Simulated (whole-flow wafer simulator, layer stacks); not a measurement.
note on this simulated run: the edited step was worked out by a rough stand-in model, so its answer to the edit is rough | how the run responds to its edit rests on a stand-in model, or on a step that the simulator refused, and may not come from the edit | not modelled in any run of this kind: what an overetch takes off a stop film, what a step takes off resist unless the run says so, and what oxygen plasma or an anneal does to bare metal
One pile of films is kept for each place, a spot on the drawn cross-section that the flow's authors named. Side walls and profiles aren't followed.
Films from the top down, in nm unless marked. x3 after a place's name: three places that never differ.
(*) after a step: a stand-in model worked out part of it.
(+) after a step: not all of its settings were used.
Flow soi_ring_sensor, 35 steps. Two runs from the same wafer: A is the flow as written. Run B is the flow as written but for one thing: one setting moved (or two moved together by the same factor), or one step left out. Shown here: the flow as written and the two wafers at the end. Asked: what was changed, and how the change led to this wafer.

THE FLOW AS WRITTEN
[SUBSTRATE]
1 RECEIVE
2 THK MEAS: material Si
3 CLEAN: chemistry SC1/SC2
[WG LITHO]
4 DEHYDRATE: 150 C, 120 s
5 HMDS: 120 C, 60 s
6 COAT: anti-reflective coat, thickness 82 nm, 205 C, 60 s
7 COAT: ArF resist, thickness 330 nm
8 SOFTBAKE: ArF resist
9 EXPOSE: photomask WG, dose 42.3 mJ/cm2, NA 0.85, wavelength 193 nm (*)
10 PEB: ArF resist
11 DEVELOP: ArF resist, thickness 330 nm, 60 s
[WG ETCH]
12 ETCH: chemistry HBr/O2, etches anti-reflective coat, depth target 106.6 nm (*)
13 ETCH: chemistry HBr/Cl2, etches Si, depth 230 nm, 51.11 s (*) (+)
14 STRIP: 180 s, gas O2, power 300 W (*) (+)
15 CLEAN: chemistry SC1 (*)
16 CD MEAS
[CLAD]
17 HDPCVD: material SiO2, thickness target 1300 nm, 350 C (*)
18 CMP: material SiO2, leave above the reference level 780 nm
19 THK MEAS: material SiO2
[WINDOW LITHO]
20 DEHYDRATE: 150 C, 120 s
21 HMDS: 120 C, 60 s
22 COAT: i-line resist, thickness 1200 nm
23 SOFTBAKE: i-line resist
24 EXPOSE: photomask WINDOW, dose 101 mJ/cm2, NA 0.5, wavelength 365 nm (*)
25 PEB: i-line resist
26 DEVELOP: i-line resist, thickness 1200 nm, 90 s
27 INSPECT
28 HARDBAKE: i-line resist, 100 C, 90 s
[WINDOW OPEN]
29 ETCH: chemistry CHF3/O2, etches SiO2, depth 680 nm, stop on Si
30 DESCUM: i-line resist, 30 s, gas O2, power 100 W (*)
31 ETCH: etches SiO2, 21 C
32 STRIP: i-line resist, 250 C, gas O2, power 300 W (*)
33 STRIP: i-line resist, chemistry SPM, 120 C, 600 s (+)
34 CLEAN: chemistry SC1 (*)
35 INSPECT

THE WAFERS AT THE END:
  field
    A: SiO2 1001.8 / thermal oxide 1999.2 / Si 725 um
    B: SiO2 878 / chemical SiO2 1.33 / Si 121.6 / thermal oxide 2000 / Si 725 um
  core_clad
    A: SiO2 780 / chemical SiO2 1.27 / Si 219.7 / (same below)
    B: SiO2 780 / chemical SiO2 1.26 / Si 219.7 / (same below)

The cause: step 13, ETCH: depth 97.8 nm was run, where the flow has depth 230 nm; step 13, ETCH: 21.72 s was run, where the flow has 51.11 s.

How the change led to this, step by step:
  13 ETCH: chemistry HBr/Cl2, etches Si, depth 230 nm, 51.11 s (*) (+)
      gap, window, field, gap_clad: A Si -220 (all of it), thermal oxide -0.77 | B Si -97.8
      core, core_clad: A ArF resist -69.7 | B ArF resist -29.6
  14 STRIP: 180 s, gas O2, power 300 W (*) (+)
      gap, window, field, gap_clad: A nothing | B chemical SiO2 +1.33 (new film), Si -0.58
      core, core_clad: A ArF resist -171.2 (all of it), anti-reflective coat -82 (all of it), chemical SiO2 +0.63, Si -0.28 | B ArF resist -211.3 (all of it), anti-reflective coat -82 (all of it), chemical SiO2 +0.62, Si -0.27
  18 CMP: material SiO2, leave above the reference level 780 nm
      gap, window, field, gap_clad: A SiO2 -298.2 | B SiO2 -422
